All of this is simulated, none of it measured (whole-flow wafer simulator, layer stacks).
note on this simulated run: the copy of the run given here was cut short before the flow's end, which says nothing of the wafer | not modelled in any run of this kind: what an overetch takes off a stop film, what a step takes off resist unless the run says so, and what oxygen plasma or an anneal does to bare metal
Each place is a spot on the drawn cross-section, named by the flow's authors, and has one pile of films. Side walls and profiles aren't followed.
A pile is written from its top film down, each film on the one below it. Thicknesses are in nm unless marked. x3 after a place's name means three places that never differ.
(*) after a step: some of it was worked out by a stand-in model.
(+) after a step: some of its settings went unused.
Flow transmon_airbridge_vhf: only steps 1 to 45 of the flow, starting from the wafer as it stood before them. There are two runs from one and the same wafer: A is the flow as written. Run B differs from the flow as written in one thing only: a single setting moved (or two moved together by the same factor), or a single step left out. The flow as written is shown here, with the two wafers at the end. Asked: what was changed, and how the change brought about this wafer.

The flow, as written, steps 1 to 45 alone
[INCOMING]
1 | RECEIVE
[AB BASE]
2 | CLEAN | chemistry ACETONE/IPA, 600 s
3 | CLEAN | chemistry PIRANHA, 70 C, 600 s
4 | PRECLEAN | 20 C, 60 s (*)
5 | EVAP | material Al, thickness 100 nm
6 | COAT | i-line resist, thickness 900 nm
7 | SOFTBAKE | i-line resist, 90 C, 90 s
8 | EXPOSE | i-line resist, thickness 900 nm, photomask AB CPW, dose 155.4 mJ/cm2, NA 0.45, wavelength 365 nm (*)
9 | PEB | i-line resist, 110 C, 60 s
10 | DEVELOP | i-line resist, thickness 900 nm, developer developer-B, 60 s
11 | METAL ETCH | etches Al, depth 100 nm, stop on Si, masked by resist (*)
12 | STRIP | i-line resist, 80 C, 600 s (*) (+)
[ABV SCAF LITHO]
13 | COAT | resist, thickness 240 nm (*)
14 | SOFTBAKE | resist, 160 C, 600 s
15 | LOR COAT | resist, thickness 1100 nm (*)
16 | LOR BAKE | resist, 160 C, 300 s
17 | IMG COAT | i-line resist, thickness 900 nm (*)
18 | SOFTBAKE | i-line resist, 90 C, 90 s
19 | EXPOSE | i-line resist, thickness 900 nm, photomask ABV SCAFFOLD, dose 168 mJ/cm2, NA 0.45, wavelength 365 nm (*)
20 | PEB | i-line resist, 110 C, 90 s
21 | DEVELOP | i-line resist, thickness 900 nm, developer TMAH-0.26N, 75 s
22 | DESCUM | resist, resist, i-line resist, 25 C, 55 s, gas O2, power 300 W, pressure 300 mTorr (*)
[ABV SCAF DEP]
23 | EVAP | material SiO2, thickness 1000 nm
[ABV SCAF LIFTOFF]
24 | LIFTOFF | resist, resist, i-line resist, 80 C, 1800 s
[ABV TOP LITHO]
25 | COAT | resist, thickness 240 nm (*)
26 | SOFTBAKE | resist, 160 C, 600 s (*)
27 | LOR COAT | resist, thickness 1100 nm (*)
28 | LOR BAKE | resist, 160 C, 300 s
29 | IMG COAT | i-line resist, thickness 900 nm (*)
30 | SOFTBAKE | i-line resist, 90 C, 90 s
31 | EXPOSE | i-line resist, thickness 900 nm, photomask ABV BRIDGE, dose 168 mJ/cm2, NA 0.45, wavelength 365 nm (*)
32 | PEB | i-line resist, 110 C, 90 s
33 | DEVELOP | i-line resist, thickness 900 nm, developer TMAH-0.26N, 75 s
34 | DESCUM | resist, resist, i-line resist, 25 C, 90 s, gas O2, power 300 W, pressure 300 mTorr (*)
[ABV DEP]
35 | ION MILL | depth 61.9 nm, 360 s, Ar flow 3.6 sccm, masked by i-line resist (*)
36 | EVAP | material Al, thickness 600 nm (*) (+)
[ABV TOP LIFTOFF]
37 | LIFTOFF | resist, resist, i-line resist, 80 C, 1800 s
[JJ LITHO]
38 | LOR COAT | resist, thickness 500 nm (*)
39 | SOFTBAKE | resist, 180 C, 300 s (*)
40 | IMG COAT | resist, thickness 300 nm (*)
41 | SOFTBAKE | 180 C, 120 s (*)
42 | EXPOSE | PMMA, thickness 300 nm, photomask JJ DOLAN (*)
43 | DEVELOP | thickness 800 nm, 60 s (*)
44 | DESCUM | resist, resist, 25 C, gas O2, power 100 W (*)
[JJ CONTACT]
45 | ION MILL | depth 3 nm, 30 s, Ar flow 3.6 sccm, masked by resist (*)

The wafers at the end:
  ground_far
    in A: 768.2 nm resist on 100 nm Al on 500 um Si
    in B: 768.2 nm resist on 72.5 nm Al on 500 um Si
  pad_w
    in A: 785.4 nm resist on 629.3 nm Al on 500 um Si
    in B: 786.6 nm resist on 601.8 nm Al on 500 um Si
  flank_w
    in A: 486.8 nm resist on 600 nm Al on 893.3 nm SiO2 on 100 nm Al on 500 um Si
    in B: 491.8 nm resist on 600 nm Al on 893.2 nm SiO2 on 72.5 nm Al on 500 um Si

What caused this: step 5, EVAP: thickness 72.5 nm was run, though the flow has thickness 100 nm.
The wafer itself shows it: ground_far has Al 72.5, and step 5 as written asks for 100 nm.

Step by step, how the change led to this:
  5 | EVAP | material Al, thickness 100 nm
      field x3, jj_line, ground_far and 12 more: A Al gains 100 (new film) | B Al gains 72.5 (new film)
  11 | METAL ETCH | etches Al, depth 100 nm, stop on Si, masked by resist (*)
      field x3, jj_line, gap_w, gap_e: A Al loses 100 (all of it) | B Al loses 72.5 (all of it)
